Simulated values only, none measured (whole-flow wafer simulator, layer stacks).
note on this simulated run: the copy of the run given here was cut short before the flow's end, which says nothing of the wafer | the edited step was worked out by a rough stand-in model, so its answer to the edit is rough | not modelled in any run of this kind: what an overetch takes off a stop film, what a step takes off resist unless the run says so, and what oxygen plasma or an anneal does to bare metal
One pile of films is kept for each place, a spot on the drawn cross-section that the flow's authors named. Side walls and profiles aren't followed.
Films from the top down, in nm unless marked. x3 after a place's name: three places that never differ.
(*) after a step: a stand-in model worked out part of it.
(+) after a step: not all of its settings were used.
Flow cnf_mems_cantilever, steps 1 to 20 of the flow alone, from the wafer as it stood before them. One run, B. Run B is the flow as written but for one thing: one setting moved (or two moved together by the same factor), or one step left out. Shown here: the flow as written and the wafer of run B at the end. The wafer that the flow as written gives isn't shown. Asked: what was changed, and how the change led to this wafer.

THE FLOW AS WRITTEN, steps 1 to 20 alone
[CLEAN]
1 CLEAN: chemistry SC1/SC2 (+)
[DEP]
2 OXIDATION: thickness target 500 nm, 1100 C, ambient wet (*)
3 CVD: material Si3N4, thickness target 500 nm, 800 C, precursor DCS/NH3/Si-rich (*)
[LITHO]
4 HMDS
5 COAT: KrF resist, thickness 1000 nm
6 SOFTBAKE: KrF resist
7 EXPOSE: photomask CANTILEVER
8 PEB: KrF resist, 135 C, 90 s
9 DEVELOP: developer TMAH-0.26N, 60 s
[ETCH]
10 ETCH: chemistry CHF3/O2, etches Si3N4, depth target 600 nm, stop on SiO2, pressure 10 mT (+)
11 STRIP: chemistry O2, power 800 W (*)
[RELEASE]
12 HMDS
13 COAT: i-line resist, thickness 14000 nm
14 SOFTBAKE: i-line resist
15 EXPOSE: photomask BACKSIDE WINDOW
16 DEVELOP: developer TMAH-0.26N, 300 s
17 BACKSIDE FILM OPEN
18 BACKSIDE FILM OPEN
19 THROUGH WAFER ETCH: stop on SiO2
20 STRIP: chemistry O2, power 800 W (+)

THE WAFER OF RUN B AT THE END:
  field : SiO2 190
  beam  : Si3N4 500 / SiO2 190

The cause: step 2, OXIDATION: 962 C was run, where the flow has 1100 C.

How the change led to this, step by step:
  2 OXIDATION: thickness target 500 nm, 1100 C, ambient wet (*)
      field, beam: SiO2 +190 (new film), chemical SiO2 -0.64 (all of it), Si -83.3 (as written it would be: SiO2 +500 (new film), chemical SiO2 -0.64 (all of it), Si -219.7)
  19 THROUGH WAFER ETCH: stop on SiO2
      field: under 1 film: Si -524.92 um (all of it) (as written it would be: under 1 film: Si -524.78 um (all of it))
      beam: under 2 films: Si -524.92 um (all of it) (as written it would be: under 2 films: Si -524.78 um (all of it))
